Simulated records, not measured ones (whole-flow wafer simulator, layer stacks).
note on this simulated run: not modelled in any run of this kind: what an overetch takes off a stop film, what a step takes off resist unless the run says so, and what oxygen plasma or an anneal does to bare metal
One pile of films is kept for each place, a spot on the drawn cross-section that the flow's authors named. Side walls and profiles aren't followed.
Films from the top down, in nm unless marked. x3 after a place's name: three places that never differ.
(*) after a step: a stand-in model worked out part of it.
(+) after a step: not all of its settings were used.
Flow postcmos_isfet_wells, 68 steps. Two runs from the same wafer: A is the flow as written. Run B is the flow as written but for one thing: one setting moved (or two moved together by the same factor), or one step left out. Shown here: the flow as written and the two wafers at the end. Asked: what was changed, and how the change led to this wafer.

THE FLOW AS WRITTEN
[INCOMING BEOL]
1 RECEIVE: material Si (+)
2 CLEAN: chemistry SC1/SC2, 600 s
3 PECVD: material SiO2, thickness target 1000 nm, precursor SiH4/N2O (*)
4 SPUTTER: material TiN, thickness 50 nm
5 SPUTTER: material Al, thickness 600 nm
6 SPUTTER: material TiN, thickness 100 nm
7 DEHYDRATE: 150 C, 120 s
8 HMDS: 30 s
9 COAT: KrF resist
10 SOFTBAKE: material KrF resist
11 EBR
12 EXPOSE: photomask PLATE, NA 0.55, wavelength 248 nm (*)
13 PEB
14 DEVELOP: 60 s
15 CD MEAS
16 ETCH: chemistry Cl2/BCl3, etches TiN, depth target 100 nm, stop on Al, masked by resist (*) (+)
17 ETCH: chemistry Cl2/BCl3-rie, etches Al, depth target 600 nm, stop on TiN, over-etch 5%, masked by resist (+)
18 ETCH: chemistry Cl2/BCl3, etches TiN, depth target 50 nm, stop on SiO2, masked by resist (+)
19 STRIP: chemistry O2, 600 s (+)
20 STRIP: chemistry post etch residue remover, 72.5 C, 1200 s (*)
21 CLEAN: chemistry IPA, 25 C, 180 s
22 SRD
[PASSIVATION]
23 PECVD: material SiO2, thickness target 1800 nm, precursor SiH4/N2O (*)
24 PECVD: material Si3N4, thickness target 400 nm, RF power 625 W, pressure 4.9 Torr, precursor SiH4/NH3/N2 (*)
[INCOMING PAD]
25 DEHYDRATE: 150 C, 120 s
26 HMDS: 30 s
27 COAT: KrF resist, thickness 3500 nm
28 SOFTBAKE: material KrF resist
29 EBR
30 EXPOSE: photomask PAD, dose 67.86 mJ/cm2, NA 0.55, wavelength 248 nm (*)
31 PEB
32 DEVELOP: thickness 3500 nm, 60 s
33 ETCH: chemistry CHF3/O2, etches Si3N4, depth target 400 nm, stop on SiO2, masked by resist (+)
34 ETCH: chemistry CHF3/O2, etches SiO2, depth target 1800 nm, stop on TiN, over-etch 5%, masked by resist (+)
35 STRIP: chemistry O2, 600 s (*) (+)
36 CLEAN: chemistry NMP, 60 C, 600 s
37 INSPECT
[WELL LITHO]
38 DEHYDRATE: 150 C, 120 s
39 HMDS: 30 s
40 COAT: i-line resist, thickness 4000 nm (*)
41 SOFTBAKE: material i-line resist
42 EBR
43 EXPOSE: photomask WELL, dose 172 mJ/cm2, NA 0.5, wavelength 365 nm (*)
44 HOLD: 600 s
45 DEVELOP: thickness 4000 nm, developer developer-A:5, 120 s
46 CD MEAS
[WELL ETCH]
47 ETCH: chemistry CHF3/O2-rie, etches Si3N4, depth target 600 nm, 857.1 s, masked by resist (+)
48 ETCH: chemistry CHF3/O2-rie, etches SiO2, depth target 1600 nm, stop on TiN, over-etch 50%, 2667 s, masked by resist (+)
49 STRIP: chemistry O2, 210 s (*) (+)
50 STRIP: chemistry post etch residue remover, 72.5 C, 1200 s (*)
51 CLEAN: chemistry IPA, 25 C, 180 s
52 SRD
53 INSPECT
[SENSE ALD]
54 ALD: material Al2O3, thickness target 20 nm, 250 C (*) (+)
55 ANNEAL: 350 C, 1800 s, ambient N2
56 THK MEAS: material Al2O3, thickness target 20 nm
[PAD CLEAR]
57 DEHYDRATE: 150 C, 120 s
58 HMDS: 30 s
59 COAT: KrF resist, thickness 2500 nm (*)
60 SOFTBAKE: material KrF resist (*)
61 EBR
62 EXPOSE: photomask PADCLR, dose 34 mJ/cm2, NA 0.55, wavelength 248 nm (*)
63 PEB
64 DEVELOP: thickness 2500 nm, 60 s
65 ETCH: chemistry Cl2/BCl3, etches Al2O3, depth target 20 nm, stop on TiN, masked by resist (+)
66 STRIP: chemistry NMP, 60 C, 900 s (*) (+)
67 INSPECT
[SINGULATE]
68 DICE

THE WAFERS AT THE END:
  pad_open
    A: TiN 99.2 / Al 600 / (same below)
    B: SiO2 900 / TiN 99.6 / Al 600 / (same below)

The cause: step 34, ETCH: depth target 900 nm was run, where the flow has depth target 1800 nm.

How the change led to this, step by step:
  34 ETCH: chemistry CHF3/O2, etches SiO2, depth target 1800 nm, stop on TiN, over-etch 5%, masked by resist (+)
      pad_open: A SiO2 -1800 (all of it) | B SiO2 -900
      field, margin, well900, well1300 x3, pad_rim, pad_clr: A KrF resist -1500 | B KrF resist -750
  35 STRIP: chemistry O2, 600 s (*) (+)
      field, margin, well900, well1300 x3, pad_rim, pad_clr: A KrF resist -1638.4 (all of it) | B KrF resist -2388.4 (all of it)
  40 COAT: i-line resist, thickness 4000 nm (*)
      pad_clr: A i-line resist +3256.8 (new film) | B i-line resist +3545.4 (new film)
      pad_open: A i-line resist +4804.7 (new film) | B i-line resist +4479.6 (new film)
  41 SOFTBAKE: material i-line resist
      pad_clr: A i-line resist -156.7 | B i-line resist -74.6
      pad_open: A i-line resist +115.3 | B i-line resist +72.2
  49 STRIP: chemistry O2, 210 s (*) (+)
      pad_clr: A i-line resist -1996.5 (all of it) | B i-line resist -2367.2 (all of it)
      pad_open: A i-line resist -3816.3 (all of it) | B i-line resist -3448.2 (all of it)
  59 COAT: KrF resist, thickness 2500 nm (*)
      pad_rim: A KrF resist +1976.4 (new film) | B KrF resist +2185.2 (new film)
      pad_clr: A KrF resist +1691.6 (new film) | B KrF resist +2003.4 (new film)
      (and at 1 more place)
  60 SOFTBAKE: material KrF resist (*)
      pad_rim: A nothing | B KrF resist -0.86
      pad_clr: A KrF resist -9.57 | B KrF resist -5.52
  64 DEVELOP: thickness 2500 nm, 60 s
      pad_clr: A KrF resist -1682 (all of it) | B KrF resist -1997.9 (all of it)
      pad_open: A KrF resist -3067.2 (all of it) | B KrF resist -2837.1 (all of it)
  66 STRIP: chemistry NMP, 60 C, 900 s (*) (+)
      pad_rim: A KrF resist -1937.7 (all of it) | B KrF resist -2145.6 (all of it)
